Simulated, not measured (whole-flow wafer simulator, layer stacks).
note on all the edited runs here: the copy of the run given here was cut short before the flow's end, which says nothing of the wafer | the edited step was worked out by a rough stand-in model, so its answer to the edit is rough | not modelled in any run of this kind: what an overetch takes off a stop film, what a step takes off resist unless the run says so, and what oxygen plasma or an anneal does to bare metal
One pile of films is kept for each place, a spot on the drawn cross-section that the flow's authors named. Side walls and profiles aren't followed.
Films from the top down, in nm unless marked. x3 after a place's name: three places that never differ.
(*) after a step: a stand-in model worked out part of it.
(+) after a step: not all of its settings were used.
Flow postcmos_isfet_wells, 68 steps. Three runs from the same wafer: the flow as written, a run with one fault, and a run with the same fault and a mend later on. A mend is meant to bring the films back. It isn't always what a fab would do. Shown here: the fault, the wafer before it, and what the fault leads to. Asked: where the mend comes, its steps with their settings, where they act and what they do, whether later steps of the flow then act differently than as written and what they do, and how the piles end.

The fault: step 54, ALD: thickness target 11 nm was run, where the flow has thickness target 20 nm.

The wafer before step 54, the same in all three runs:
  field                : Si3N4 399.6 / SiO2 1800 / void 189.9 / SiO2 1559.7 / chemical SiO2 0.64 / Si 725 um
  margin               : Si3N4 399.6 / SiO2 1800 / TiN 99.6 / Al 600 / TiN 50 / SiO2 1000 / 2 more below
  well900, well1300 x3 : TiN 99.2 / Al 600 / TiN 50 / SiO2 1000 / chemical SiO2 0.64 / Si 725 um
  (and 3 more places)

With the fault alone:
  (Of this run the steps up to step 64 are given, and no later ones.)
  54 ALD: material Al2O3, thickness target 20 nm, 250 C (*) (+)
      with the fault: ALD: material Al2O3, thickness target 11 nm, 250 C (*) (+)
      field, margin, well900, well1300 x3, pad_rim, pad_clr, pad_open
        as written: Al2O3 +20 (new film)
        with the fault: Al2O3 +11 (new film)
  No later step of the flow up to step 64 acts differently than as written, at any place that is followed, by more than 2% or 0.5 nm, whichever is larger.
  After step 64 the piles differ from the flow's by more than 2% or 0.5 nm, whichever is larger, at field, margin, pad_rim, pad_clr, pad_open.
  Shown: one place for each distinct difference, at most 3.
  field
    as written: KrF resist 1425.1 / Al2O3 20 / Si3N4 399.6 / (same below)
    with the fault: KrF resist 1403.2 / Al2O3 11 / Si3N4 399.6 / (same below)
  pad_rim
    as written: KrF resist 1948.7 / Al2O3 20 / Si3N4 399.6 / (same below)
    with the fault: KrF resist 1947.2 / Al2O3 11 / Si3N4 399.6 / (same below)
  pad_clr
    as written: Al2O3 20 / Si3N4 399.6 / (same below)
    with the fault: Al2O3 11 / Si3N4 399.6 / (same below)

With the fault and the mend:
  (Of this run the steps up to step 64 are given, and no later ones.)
  The mend comes after step 54.
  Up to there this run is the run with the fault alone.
  54a ALD: material Al2O3, thickness target 9 nm, 250 C (*) (+) (the flow's step 54 once more, with other settings)
      field, margin, well900, well1300 x3, pad_rim, pad_clr, pad_open
        Al2O3 +9
  No later step of the flow up to step 64 acts differently than as written at any place that is followed.
  After step 64 the piles are the same as the flow's at every place that both follow.
